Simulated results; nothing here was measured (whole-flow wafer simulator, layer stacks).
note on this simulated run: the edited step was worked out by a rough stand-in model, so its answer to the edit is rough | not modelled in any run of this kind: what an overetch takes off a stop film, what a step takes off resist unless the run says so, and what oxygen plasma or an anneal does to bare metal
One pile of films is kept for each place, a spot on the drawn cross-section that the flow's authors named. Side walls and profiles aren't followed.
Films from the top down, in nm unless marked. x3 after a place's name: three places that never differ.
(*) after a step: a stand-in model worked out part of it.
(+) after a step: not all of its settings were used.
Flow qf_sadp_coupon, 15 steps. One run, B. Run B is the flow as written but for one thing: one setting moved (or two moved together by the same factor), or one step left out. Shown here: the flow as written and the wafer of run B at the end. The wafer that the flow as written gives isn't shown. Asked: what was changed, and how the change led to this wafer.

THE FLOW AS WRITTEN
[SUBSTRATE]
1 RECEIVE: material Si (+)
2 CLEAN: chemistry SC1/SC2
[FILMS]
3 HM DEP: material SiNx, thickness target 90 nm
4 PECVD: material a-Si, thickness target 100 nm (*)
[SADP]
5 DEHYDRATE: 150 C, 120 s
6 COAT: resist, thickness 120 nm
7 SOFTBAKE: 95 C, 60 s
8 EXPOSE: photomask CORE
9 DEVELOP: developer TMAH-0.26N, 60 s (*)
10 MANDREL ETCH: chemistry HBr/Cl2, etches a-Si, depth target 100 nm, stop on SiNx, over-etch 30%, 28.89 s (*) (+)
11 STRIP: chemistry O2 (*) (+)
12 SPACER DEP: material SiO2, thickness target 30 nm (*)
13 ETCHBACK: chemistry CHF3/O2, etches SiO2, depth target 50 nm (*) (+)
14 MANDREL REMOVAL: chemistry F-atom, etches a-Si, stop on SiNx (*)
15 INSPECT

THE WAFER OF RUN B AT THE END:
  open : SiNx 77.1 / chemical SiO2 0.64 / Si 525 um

The cause: step 13, ETCHBACK: depth target 39 nm was run, where the flow has depth target 50 nm.

How the change led to this, step by step:
  13 ETCHBACK: chemistry CHF3/O2, etches SiO2, depth target 50 nm (*) (+)
      m: SiO2 -30 (all of it), chemical SiO2 -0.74 (all of it), a-Si -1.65 (as written it would be: SiO2 -30 (all of it), chemical SiO2 -0.74 (all of it), a-Si -3.85)
      open: SiO2 -30 (all of it), SiNx -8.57 (as written it would be: SiO2 -30 (all of it), SiNx -19)
  14 MANDREL REMOVAL: chemistry F-atom, etches a-Si, stop on SiNx (*)
      m: a-Si -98 (all of it) (as written it would be: a-Si -95.8 (all of it))
